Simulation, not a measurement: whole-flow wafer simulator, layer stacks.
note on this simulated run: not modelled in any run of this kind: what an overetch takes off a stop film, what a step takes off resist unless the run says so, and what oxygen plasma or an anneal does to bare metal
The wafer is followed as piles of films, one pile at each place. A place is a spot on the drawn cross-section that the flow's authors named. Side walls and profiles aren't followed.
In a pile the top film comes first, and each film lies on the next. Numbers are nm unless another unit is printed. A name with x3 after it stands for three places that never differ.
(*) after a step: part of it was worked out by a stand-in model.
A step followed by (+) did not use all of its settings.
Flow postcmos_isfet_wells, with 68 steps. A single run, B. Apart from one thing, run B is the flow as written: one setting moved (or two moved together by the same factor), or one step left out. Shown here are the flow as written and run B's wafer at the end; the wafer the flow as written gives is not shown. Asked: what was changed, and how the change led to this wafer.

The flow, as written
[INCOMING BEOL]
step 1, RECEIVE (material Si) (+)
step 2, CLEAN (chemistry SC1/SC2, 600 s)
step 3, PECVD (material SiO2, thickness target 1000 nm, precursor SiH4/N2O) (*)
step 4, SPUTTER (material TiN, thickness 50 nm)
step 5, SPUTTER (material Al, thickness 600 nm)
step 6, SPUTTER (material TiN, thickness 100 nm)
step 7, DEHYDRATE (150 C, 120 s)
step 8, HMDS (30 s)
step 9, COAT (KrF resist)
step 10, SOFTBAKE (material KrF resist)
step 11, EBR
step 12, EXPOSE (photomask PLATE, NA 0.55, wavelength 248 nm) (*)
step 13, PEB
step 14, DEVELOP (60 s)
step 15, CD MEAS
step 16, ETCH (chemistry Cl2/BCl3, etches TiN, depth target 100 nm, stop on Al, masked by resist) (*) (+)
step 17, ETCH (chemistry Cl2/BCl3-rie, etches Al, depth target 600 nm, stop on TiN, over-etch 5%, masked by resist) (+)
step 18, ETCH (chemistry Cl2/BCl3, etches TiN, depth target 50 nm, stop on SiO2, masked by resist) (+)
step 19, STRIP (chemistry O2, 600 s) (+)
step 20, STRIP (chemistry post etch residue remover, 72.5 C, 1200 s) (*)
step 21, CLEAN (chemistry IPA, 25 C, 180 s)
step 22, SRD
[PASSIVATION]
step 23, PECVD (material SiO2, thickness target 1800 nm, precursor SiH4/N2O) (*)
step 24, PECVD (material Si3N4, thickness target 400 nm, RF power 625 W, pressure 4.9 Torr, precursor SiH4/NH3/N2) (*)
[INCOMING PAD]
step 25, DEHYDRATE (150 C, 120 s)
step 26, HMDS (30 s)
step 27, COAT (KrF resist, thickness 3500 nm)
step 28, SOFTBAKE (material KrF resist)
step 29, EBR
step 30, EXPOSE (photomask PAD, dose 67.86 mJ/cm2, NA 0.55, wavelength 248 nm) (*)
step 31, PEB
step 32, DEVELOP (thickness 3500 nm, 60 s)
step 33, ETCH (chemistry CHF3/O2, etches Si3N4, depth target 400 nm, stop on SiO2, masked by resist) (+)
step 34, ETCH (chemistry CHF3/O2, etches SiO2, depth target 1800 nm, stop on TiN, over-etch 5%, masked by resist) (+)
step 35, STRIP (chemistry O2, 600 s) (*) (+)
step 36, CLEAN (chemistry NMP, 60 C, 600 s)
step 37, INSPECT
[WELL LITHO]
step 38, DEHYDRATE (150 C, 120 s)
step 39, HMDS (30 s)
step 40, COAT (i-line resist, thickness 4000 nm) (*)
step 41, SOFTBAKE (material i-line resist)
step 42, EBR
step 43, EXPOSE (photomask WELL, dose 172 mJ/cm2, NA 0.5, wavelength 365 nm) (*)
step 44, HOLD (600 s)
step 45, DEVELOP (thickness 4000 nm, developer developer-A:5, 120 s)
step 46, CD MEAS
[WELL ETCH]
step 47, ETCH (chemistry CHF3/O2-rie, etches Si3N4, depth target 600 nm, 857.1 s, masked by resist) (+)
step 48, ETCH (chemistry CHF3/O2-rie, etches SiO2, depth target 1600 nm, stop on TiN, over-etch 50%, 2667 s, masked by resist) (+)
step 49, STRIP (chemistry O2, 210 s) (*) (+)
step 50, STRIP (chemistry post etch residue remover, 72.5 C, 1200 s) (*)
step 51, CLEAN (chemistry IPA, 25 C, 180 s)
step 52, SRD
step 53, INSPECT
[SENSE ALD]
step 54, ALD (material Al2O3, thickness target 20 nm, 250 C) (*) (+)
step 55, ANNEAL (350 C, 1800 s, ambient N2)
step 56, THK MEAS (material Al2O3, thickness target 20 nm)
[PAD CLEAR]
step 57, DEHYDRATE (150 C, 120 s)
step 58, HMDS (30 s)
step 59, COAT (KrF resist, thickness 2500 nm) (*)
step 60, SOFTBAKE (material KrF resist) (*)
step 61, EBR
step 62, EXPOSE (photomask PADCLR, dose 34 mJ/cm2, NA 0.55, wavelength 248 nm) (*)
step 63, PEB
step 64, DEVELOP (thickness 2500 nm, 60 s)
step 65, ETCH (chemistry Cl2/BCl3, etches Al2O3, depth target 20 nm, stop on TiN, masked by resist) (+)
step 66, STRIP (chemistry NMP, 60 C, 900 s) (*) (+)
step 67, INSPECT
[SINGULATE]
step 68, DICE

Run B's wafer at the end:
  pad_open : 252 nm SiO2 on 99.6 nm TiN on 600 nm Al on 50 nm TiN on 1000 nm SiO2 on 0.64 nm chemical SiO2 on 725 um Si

What caused this: step 33, ETCH: depth target 160 nm was run, whereas the flow has depth target 400 nm.

The path from the change to this, step by step:
  step 33, ETCH (chemistry CHF3/O2, etches Si3N4, depth target 400 nm, stop on SiO2, masked by resist) (+)
      pad_open: -160 Si3N4 (it would be, as written: -400 Si3N4 (all of it))
      field, margin, well900, well1300 x3, pad_rim, pad_clr: -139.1 KrF resist (it would be, as written: -347.8 KrF resist)
  step 34, ETCH (chemistry CHF3/O2, etches SiO2, depth target 1800 nm, stop on TiN, over-etch 5%, masked by resist) (+)
      pad_open: -240 Si3N4 (all of it), -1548 SiO2 (it would be, as written: -1800 SiO2 (all of it))
  step 35, STRIP (chemistry O2, 600 s) (*) (+)
      field, margin, well900, well1300 x3, pad_rim, pad_clr: -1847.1 KrF resist (all of it) (it would be, as written: -1638.4 KrF resist (all of it))
  step 40, COAT (i-line resist, thickness 4000 nm) (*)
      pad_clr: +3335.7 i-line resist (new film) (it would be, as written: +3256.8 i-line resist (new film))
  step 41, SOFTBAKE (material i-line resist)
      pad_clr: -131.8 i-line resist (it would be, as written: -156.7 i-line resist)
      pad_open: +104 i-line resist (it would be, as written: +115.3 i-line resist)
  step 49, STRIP (chemistry O2, 210 s) (*) (+)
      pad_clr: -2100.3 i-line resist (all of it) (it would be, as written: -1996.5 i-line resist (all of it))
      pad_open: -3714.6 i-line resist (all of it) (it would be, as written: -3816.3 i-line resist (all of it))
  step 59, COAT (KrF resist, thickness 2500 nm) (*)
      pad_rim: +2033.8 KrF resist (new film) (it would be, as written: +1976.4 KrF resist (new film))
      pad_clr: +1776.4 KrF resist (new film) (it would be, as written: +1691.6 KrF resist (new film))
      (also at 1 further place)
  step 60, SOFTBAKE (material KrF resist) (*)
      pad_clr: -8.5 KrF resist (it would be, as written: -9.57 KrF resist)
  step 64, DEVELOP (thickness 2500 nm, 60 s)
      pad_clr: -1767.9 KrF resist (all of it) (it would be, as written: -1682 KrF resist (all of it))
      pad_open: -3003.7 KrF resist (all of it) (it would be, as written: -3067.2 KrF resist (all of it))
  step 66, STRIP (chemistry NMP, 60 C, 900 s) (*) (+)
      pad_rim: -1994.8 KrF resist (all of it) (it would be, as written: -1937.7 KrF resist (all of it))
